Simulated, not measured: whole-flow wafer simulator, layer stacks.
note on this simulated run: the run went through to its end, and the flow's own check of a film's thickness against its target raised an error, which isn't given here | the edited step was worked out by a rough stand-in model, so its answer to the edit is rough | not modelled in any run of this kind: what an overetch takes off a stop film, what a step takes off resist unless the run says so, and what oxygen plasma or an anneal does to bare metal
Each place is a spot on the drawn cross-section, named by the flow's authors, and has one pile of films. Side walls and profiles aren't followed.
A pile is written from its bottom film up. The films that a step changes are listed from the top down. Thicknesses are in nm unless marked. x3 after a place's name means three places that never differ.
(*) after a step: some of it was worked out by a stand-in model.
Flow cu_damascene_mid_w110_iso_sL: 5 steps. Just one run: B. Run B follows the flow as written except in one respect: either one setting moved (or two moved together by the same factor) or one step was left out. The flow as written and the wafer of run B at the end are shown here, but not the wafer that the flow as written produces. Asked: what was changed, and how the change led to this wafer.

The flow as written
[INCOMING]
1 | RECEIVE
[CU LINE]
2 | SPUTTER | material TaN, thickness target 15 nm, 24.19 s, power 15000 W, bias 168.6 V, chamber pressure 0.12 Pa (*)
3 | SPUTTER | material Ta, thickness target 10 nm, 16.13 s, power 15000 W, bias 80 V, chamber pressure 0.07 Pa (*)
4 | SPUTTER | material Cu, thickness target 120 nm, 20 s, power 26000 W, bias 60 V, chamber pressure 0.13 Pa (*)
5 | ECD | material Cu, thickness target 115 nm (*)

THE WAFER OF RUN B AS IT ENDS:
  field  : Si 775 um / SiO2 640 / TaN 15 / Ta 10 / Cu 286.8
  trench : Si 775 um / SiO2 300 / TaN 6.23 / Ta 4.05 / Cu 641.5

What caused this: step 5, ECD: thickness target 166.8 nm was run, though the flow has thickness target 115 nm.

The path from the change to this, step by step:
  5 | ECD | material Cu, thickness target 115 nm (*)
      field: Cu gains 166.8 (it would be, as written: Cu gains 115)
      trench: Cu gains 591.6 (it would be, as written: Cu gains 539.8)
